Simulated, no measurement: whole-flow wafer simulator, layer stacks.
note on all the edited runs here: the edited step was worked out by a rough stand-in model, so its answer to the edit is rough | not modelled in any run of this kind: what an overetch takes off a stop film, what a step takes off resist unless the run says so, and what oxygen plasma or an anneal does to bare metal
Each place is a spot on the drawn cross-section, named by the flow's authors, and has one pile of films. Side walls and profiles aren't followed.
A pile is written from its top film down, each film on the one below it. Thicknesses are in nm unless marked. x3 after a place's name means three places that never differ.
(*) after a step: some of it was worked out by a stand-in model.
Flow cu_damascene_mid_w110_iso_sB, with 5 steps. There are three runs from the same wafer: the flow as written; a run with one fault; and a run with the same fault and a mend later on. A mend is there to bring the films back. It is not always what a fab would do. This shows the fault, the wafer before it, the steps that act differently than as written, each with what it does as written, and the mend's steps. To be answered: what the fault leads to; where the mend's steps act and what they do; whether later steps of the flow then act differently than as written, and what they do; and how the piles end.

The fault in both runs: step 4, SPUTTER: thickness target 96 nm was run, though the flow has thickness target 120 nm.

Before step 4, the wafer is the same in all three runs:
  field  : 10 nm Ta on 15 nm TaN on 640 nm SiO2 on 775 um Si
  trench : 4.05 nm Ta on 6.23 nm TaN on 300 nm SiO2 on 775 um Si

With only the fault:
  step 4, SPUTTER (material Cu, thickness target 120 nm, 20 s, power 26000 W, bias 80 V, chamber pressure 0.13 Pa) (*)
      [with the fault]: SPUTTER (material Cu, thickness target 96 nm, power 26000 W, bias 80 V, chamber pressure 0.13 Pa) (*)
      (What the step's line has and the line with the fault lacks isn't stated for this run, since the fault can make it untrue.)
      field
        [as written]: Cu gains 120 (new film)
        [with the fault]: Cu gains 96 (new film)
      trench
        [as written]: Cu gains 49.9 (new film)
        [with the fault]: Cu gains 39.9 (new film)
  Steps later in the flow that act otherwise than as written:
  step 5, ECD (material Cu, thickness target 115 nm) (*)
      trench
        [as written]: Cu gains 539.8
        [with the fault]: Cu gains 525.8
  The piles end different from the flow's at field, trench by more than 2% or 0.5 nm, whichever is larger.
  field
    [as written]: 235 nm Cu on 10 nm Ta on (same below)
    [with the fault]: 211 nm Cu on 10 nm Ta on (same below)
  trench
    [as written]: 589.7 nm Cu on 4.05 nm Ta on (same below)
    [with the fault]: 565.7 nm Cu on 4.05 nm Ta on (same below)

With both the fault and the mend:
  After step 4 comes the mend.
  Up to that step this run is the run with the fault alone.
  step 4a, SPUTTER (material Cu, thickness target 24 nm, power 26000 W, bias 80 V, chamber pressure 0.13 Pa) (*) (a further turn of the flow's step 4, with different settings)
      field
        Cu gains 24
      trench
        Cu gains 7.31
  Every later step of the flow that is run acts as written, at every place that is followed, to within 2% or 0.5 nm, whichever is larger.
  The piles end the same as the flow's at every place that both follow.
